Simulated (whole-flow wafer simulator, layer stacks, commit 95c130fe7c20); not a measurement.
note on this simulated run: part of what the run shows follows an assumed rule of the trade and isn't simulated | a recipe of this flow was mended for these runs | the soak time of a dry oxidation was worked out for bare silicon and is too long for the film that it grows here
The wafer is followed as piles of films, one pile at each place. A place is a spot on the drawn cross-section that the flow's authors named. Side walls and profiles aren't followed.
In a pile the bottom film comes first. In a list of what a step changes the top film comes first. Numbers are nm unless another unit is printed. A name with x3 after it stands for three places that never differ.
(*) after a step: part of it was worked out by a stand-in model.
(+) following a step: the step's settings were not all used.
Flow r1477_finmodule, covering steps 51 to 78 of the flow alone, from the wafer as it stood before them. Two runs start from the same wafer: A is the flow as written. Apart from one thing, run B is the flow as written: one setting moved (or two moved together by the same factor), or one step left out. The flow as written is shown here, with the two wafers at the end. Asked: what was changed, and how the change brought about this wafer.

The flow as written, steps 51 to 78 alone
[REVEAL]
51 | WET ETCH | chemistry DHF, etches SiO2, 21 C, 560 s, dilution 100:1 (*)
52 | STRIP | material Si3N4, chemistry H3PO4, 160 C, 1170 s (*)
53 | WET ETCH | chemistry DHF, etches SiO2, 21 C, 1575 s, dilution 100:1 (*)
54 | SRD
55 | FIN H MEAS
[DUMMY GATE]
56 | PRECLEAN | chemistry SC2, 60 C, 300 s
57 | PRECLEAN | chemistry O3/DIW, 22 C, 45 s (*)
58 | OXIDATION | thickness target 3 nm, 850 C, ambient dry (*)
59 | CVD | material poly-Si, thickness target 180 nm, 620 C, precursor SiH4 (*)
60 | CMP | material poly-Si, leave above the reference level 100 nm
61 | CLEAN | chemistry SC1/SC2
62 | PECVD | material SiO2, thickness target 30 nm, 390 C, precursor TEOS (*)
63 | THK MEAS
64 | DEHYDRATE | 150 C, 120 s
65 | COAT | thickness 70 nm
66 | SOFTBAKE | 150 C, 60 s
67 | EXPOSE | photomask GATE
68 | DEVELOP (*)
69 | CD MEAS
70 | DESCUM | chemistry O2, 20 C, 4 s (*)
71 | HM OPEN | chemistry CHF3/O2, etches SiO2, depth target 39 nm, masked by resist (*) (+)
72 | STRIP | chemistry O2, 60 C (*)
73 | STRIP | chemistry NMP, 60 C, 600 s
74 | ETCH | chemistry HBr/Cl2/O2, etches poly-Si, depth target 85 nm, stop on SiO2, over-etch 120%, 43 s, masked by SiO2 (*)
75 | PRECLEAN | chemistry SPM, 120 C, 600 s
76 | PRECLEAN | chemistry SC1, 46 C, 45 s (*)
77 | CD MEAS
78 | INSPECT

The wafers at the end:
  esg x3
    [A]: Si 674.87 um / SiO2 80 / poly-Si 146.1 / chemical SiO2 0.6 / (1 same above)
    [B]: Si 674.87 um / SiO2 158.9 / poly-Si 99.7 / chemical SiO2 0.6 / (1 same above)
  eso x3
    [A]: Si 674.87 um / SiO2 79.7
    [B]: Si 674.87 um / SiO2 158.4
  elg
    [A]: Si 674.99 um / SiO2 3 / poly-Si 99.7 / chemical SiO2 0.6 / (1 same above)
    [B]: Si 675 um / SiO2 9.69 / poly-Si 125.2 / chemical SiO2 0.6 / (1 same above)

What caused this: step 53, WET ETCH: chemistry DHF, etches SiO2, 21 C, 1575 s, dilution 100:1 (*), was omitted.

The path from the change to this, step by step:
  57 | PRECLEAN | chemistry O3/DIW, 22 C, 45 s (*)
      elg, e40lg x2, e200lg, s40sg_line x3, elo x3, e200lo, s40so_line x3: A chemical SiO2 gains 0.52, Si loses 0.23 | B nothing
  58 | OXIDATION | thickness target 3 nm, 850 C, ambient dry (*)
      elg, e40lg x2, e200lg, elo x3, e200lo: A SiO2 gains 3 (new film), chemical SiO2 loses 0.85 (all of it), Si loses 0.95 | B SiO2 gains 1.84, Si loses 0.81
      s40sg_line x3, s40so_line x3: A SiO2 gains 3 (new film), chemical SiO2 loses 0.85 (all of it), Si loses 0.95 | B SiO2 gains 1.79, Si loses 0.79
  59 | CVD | material poly-Si, thickness target 180 nm, 620 C, precursor SiH4 (*)
      esg x3, s40cg x3, s40sg x3, eso x3, s40co x3, s40so x3: A poly-Si gains 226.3 (new film) | B poly-Si gains 180 (new film)
      s40sg_line x3, s40so_line x3: A poly-Si gains 180 (new film) | B poly-Si gains 204.9 (new film)
      (and at 9 other places as well)
  60 | CMP | material poly-Si, leave above the reference level 100 nm
      pad, padg: A poly-Si loses 24.8 | B poly-Si loses 77.7
      e200lg, e200lo: A poly-Si loses 80 | B poly-Si loses 72.9
      (and at 3 other places as well)
  74 | ETCH | chemistry HBr/Cl2/O2, etches poly-Si, depth target 85 nm, stop on SiO2, over-etch 120%, 43 s, masked by SiO2 (*)
      eso x3, e200so, s40co x3, s40so x3: A chemical SiO2 loses 1.12 (all of it), poly-Si loses 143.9 (all of it), SiO2 loses 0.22 | B chemical SiO2 loses 1.12 (all of it), poly-Si loses 97.6 (all of it), SiO2 loses 0.45
      elo x3, e200lo: A chemical SiO2 loses 1.12 (all of it), poly-Si loses 97.6 (all of it), SiO2 loses 0.45 | B chemical SiO2 loses 1.12 (all of it), poly-Si loses 123.1 (all of it), SiO2 loses 0.32
      (and at 4 other places as well)
